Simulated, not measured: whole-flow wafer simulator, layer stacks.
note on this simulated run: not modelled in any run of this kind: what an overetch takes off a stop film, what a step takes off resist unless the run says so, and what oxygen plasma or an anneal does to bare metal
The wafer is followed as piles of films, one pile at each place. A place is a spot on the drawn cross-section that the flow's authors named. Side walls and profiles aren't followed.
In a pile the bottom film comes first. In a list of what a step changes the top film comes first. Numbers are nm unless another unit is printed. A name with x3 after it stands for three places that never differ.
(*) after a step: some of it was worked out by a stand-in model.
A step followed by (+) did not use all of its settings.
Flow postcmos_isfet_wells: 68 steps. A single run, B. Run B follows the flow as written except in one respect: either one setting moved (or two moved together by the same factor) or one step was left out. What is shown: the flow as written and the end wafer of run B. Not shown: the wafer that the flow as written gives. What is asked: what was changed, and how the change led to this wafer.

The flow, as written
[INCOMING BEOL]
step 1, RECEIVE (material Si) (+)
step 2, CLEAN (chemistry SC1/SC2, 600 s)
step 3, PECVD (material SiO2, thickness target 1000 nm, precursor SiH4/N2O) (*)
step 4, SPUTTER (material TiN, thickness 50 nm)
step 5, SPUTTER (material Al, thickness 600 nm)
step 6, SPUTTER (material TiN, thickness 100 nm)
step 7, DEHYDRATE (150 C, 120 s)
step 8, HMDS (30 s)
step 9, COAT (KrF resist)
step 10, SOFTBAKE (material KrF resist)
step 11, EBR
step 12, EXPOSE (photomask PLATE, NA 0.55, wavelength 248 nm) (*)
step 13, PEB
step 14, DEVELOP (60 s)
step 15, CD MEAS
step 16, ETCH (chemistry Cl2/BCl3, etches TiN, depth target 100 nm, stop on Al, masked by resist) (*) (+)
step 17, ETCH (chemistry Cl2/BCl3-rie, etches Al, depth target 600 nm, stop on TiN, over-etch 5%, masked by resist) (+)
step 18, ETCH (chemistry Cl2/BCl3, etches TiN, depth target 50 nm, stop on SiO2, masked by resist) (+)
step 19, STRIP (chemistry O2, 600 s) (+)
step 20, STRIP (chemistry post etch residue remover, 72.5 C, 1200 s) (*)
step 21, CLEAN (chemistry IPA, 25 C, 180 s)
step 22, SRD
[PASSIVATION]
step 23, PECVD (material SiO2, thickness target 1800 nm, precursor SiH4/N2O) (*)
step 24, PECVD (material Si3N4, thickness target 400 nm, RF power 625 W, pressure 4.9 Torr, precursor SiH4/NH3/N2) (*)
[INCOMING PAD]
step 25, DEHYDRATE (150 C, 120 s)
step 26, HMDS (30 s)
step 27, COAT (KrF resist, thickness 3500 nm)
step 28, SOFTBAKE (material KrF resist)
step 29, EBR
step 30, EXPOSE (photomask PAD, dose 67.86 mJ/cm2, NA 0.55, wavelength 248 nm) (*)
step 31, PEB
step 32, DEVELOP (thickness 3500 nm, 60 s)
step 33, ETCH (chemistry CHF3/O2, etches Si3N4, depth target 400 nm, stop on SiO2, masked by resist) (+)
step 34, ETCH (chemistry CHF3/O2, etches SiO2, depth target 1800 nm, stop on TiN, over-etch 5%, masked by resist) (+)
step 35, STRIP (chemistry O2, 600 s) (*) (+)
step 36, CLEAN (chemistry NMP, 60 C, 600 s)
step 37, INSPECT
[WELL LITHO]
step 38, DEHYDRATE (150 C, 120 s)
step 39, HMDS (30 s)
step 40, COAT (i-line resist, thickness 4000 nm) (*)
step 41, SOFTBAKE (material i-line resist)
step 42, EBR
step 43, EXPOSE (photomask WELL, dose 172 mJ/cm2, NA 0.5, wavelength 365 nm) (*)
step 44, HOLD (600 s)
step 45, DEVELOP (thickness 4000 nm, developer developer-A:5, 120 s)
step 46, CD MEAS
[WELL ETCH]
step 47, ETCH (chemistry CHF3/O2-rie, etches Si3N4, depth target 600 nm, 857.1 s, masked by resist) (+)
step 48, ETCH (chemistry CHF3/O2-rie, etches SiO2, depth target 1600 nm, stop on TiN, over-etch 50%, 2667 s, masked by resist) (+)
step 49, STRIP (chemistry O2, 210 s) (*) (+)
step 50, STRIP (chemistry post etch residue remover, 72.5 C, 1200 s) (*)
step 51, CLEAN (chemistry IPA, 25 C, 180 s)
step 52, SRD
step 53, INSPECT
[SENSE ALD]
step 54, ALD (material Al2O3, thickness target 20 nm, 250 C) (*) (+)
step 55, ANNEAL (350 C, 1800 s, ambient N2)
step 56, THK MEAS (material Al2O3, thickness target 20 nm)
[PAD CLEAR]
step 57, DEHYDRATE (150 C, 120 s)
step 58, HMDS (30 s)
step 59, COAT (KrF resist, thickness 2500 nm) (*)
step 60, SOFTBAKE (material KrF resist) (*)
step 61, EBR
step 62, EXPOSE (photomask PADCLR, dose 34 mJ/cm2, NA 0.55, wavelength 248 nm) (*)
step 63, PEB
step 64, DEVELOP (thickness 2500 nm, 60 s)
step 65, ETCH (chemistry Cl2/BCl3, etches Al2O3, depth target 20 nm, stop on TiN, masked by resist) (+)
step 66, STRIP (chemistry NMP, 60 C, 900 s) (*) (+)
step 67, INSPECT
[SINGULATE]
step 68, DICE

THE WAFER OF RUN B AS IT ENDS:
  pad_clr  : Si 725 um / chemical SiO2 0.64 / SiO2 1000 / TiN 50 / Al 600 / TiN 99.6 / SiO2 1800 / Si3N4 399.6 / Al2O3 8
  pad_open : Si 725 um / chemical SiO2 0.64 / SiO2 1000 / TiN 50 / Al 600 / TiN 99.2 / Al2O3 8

The reason: step 65, ETCH: depth target 12 nm was run, whereas the flow has depth target 20 nm.

Step by step, how the change led to this:
  step 65, ETCH (chemistry Cl2/BCl3, etches Al2O3, depth target 20 nm, stop on TiN, masked by resist) (+)
      pad_clr, pad_open: Al2O3 loses 12 (in the flow as written it would be: Al2O3 loses 20 (all of it))
      field, margin, pad_rim: KrF resist loses 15 (in the flow as written it would be: KrF resist loses 25)
